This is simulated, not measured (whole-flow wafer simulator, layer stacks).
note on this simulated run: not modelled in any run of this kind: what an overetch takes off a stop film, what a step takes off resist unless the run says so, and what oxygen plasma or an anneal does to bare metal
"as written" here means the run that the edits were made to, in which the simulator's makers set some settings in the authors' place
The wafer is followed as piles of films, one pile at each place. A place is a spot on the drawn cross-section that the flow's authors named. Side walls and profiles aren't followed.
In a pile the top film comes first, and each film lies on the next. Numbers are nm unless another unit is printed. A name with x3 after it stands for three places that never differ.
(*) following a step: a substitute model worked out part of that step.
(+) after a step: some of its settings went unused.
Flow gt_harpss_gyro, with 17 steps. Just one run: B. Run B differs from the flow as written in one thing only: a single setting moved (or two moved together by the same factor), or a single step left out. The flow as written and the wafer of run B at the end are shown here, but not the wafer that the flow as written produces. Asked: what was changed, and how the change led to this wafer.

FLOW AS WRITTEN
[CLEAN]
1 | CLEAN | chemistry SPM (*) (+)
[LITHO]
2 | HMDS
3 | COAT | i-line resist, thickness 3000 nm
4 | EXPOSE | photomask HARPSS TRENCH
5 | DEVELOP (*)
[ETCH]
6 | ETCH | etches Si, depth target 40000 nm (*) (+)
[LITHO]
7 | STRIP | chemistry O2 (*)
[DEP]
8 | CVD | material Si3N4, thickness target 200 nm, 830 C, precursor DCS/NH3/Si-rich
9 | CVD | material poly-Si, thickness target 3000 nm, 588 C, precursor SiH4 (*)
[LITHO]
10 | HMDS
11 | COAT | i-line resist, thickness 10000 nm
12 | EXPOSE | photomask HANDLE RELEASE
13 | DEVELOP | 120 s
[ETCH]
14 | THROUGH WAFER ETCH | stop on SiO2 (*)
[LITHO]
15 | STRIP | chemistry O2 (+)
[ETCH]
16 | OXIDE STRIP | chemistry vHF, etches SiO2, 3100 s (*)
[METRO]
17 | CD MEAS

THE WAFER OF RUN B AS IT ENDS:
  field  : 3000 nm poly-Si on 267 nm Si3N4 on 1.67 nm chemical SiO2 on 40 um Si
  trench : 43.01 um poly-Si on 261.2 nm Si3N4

What caused this: step 8, CVD: thickness target 267 nm was run, while the flow as written has thickness target 200 nm.
One can read it off the wafer: field has Si3N4 267, and step 8 as written asks for 200 nm.

How this came from the change, step by step:
  8 | CVD | material Si3N4, thickness target 200 nm, 830 C, precursor DCS/NH3/Si-rich
      field: +267 Si3N4 (new film) (as written it would have been: +200 Si3N4 (new film))
      trench: +261.2 Si3N4 (new film) (as written it would have been: +195.9 Si3N4 (new film))
